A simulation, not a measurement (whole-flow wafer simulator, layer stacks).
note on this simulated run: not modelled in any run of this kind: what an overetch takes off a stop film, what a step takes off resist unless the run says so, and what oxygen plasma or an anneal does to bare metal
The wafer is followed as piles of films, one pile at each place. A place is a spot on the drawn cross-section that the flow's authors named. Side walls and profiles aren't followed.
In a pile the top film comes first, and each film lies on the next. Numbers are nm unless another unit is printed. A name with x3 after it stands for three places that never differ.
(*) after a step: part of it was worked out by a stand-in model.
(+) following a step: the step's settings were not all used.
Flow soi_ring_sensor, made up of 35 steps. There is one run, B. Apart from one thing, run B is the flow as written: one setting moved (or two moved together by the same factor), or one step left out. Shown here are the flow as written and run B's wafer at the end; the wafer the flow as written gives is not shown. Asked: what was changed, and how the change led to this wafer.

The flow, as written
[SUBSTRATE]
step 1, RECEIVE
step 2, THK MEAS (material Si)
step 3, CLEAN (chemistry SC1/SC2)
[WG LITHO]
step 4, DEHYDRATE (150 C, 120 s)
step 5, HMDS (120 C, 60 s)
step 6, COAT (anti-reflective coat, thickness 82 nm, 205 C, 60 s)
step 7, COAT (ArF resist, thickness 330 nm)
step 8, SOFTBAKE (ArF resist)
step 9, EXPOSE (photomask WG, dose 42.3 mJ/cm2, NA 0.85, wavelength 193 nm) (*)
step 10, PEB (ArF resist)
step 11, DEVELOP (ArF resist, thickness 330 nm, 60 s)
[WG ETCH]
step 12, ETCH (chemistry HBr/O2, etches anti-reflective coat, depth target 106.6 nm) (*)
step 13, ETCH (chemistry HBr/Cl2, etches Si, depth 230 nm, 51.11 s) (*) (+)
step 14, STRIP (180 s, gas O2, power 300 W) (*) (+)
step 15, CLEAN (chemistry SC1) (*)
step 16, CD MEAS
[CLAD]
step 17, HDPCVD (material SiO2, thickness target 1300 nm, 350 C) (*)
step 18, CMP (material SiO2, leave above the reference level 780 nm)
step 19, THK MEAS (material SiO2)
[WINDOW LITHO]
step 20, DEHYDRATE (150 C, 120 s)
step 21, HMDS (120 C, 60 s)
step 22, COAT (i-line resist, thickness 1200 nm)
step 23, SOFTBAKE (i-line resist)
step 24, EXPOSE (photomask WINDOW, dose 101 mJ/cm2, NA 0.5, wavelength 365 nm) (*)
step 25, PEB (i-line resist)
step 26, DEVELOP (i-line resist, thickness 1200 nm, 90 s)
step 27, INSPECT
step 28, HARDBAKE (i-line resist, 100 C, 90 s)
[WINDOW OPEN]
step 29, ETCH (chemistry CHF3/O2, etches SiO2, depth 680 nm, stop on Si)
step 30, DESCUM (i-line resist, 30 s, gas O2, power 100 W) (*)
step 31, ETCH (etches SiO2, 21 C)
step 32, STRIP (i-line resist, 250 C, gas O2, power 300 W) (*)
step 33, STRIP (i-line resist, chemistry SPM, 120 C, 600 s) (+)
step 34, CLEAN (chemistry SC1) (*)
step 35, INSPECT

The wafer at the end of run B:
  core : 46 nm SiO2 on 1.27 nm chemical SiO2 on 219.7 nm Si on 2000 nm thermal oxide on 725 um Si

What caused this: step 29, ETCH: depth 272 nm was run, while the flow as written has depth 680 nm.

The path from the change to this, step by step:
  step 29, ETCH (chemistry CHF3/O2, etches SiO2, depth 680 nm, stop on Si)
      core, gap, window: SiO2 loses 272 (in the flow as written it would be: SiO2 loses 680)
      field, core_clad, gap_clad: i-line resist loses 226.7 (in the flow as written it would be: i-line resist loses 566.7)
  step 31, ETCH (etches SiO2, 21 C)
      core: SiO2 loses 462 (in the flow as written it would be: SiO2 loses 100 (all of it), chemical SiO2 loses 1.27 (all of it))
  step 32, STRIP (i-line resist, 250 C, gas O2, power 300 W) (*)
      core: nothing (in the flow as written it would be: chemical SiO2 gains 1.23 (new film), Si loses 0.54)
      field, core_clad: i-line resist loses 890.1 (all of it) (in the flow as written it would be: i-line resist loses 550.1 (all of it))
